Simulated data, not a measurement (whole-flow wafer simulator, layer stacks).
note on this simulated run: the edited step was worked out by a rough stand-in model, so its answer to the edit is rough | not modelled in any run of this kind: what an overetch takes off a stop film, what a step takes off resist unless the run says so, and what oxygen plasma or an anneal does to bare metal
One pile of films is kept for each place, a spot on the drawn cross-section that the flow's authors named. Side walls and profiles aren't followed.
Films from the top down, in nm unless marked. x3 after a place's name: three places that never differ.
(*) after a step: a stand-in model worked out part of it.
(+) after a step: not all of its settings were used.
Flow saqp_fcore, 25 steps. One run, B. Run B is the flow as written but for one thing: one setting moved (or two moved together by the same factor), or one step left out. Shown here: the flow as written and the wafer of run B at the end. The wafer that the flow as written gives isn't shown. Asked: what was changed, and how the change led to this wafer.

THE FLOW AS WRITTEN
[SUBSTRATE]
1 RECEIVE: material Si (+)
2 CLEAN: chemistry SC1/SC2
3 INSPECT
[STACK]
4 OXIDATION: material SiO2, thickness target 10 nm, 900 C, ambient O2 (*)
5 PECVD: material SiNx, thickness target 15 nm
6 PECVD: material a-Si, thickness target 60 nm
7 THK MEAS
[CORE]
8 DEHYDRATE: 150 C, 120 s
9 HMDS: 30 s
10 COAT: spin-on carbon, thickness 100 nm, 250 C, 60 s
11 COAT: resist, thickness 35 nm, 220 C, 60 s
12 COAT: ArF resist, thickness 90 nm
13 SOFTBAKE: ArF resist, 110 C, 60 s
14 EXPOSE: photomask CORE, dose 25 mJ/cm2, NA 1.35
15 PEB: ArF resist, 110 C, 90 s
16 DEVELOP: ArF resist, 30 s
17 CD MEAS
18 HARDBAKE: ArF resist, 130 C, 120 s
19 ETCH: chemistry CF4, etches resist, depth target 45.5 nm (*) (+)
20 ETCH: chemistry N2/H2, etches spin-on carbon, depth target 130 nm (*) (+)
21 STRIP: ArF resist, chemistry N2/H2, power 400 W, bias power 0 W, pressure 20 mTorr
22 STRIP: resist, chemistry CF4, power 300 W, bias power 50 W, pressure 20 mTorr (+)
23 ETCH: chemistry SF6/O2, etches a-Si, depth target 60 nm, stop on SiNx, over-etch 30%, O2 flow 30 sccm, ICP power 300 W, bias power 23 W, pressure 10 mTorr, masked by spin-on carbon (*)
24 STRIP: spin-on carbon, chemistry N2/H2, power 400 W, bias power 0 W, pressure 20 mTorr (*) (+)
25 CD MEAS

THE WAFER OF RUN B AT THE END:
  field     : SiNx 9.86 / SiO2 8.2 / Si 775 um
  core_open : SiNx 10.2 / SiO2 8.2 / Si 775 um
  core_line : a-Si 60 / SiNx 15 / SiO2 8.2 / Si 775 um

The cause: step 4, OXIDATION: thickness target 8.2 nm was run, where the flow has thickness target 10 nm.
It can be read off the wafer: field has SiO2 8.2, and step 4 as written asks for 10 nm.

How the change led to this, step by step:
  4 OXIDATION: material SiO2, thickness target 10 nm, 900 C, ambient O2 (*)
      field, core_open, core_line: SiO2 +8.2 (new film), chemical SiO2 -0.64 (all of it), Si -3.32 (as written it would be: SiO2 +10 (new film), chemical SiO2 -0.64 (all of it), Si -4.12)
